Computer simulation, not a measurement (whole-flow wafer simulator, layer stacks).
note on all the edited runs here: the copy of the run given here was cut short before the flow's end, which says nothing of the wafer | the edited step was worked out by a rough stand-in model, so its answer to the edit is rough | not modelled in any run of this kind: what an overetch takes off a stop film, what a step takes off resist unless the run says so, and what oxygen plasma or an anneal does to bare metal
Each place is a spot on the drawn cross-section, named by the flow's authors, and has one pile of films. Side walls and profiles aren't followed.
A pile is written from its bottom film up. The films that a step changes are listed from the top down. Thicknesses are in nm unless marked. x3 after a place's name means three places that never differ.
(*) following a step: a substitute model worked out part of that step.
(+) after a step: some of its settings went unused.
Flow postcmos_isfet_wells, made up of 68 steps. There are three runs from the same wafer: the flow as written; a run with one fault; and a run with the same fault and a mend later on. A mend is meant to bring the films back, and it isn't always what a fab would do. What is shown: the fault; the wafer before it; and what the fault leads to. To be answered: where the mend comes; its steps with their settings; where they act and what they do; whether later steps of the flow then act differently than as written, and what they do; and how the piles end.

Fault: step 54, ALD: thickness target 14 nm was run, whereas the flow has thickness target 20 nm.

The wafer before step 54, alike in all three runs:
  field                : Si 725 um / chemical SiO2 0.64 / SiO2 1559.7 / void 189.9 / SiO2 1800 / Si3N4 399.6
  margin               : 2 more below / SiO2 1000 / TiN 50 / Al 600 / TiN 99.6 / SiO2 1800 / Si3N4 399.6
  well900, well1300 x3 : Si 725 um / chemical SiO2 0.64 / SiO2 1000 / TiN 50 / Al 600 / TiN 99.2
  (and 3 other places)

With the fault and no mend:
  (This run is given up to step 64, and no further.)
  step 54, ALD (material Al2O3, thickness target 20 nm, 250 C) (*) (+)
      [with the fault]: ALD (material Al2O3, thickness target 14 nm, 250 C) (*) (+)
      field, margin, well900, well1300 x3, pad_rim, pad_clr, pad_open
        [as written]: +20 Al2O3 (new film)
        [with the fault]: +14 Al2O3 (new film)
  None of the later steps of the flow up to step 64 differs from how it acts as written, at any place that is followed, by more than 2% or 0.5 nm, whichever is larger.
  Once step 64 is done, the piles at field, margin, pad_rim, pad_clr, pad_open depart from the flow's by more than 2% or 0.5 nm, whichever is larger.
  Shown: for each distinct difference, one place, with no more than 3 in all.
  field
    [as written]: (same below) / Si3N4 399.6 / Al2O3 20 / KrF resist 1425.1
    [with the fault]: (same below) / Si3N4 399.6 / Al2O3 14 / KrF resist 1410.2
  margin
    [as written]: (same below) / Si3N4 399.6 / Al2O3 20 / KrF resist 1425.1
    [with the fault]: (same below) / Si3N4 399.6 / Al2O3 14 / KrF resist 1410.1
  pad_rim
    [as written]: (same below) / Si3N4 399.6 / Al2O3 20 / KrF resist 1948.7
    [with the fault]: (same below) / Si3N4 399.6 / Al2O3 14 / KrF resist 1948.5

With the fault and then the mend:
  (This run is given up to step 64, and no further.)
  After step 54 comes the mend.
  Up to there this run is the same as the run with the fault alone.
  step 54a, ALD (material Al2O3, thickness target 6 nm, 250 C) (*) (+) (the flow's step 54, run once more with other settings)
      field, margin, well900, well1300 x3, pad_rim, pad_clr, pad_open
        +6 Al2O3
  None of the later steps of the flow up to step 64 acts differently than as written at any place that is followed.
  At every place that both follow, the piles after step 64 match the flow's.
